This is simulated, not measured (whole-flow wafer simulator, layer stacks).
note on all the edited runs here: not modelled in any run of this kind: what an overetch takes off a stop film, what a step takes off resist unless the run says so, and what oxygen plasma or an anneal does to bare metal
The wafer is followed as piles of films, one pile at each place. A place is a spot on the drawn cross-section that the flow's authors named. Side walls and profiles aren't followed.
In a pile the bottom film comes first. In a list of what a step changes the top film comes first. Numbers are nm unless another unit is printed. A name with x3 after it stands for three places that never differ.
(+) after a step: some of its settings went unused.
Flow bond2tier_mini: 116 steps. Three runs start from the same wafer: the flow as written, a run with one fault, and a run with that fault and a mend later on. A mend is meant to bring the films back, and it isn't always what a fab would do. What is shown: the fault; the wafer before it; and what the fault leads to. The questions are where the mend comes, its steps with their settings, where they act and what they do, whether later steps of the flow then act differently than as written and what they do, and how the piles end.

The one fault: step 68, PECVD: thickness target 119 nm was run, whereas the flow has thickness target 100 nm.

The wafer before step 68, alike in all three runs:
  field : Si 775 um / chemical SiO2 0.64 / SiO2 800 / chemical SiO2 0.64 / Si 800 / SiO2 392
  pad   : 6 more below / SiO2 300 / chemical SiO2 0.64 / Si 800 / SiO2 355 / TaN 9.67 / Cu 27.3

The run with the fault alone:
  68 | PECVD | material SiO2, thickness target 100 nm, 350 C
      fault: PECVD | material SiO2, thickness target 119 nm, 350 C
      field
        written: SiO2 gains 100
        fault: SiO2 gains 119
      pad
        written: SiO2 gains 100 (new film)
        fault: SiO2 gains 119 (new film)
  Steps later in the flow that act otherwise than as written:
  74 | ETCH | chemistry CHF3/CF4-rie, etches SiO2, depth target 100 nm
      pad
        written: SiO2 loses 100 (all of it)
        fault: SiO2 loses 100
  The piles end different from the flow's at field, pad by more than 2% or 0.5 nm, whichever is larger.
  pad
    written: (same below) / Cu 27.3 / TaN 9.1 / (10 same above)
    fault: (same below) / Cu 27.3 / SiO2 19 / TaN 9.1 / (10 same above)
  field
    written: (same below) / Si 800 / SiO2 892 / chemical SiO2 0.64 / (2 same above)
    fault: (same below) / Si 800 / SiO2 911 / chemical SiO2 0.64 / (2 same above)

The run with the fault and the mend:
  The mend follows step 73.
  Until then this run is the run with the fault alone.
  73a | STRIP | chemistry O2, over-ash 100% (+)
      field
        KrF resist loses 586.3 (all of it)
  73b | ETCH | chemistry CHF3/CF4-rie, etches SiO2, depth target 19 nm (the flow's step 62, run once more with other settings)
      field, pad
        SiO2 loses 19
  73c | COAT | KrF resist, thickness 600 nm (the flow's step 69, run once more)
      field, pad
        KrF resist gains 600 (new film)
  73d | SOFTBAKE | KrF resist (the flow's step 70, run once more)
      does not change any film at any place that is followed
  73e | EXPOSE | photomask T2PAD, NA 0.6 (the flow's step 71, run once more)
      does not change any film at any place that is followed
  73f | PEB | KrF resist (the flow's step 72, run once more)
      does not change any film at any place that is followed
  73g | DEVELOP | developer TMAH-0.26N, 60 s (the flow's step 73, run once more)
      field
        KrF resist loses 13.7
      pad
        KrF resist loses 600 (all of it)
  None of the later steps of the flow acts differently than as written at any place that is followed.
  The piles end the same as the flow's at every place that both follow.
